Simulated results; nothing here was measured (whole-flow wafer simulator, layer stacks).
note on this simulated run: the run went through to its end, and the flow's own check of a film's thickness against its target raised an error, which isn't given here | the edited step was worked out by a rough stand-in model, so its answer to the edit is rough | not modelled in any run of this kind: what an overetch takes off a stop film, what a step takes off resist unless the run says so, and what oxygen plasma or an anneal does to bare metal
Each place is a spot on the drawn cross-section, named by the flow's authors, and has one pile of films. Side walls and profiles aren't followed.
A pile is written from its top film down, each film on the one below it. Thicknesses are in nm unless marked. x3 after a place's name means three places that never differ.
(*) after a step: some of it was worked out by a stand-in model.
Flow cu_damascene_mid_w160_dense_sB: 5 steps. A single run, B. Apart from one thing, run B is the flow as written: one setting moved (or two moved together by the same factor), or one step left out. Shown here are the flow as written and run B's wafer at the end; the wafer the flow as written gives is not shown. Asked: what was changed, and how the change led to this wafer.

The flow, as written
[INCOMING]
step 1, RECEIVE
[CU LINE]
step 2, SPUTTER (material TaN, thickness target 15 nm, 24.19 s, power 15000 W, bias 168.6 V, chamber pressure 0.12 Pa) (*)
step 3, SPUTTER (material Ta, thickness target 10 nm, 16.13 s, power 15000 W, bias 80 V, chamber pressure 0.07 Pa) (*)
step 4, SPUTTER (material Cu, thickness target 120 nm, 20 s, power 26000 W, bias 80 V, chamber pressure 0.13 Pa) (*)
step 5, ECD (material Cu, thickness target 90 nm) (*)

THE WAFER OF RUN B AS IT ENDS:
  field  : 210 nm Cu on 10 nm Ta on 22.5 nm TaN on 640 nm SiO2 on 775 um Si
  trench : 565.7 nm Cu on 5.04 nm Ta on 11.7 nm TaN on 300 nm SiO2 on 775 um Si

The reason: step 2, SPUTTER: thickness target 22.5 nm was run, while the flow as written has thickness target 15 nm; step 2, SPUTTER: 36.29 s was run, where the flow has 24.19 s.
The wafer itself shows it: field has TaN 22.5, and step 2 as written asks for 15 nm.

The path from the change to this, step by step:
  step 2, SPUTTER (material TaN, thickness target 15 nm, 24.19 s, power 15000 W, bias 168.6 V, chamber pressure 0.12 Pa) (*)
      field: +22.5 TaN (new film) (it would be, as written: +15 TaN (new film))
      trench: +11.7 TaN (new film) (it would be, as written: +7.82 TaN (new film))
